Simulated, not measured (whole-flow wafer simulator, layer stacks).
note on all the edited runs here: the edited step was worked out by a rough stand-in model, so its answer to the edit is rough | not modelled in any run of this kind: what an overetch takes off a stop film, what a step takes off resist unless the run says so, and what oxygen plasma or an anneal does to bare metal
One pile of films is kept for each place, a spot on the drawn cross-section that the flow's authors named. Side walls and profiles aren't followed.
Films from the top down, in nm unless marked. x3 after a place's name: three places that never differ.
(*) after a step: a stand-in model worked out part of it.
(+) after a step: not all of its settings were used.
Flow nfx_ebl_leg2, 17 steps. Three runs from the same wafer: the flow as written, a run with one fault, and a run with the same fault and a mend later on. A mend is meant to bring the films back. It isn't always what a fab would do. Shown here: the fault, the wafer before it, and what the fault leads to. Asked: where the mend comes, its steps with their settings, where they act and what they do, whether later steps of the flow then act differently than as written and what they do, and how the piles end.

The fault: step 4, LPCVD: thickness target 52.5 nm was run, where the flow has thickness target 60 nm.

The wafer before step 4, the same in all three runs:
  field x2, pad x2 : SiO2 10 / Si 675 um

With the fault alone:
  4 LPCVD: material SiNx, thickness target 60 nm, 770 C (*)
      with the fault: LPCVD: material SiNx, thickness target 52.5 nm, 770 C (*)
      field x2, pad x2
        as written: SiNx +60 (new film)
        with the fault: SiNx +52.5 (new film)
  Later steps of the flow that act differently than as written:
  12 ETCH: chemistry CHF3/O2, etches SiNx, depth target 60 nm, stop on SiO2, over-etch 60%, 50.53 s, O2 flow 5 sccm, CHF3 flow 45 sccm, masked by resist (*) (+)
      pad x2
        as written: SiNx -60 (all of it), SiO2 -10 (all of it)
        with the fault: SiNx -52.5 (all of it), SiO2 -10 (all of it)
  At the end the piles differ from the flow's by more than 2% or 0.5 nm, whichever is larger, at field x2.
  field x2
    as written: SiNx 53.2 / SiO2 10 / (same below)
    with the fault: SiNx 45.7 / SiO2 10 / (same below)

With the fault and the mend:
  The mend comes after step 5.
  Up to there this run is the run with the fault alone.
  5a LPCVD: material SiNx, thickness target 7.5 nm, 770 C (*) (the flow's step 4 once more, with other settings)
      field x2, pad x2
        SiNx +7.5
  No later step of the flow acts differently than as written at any place that is followed.
  At the end the piles are the same as the flow's at every place that both follow.
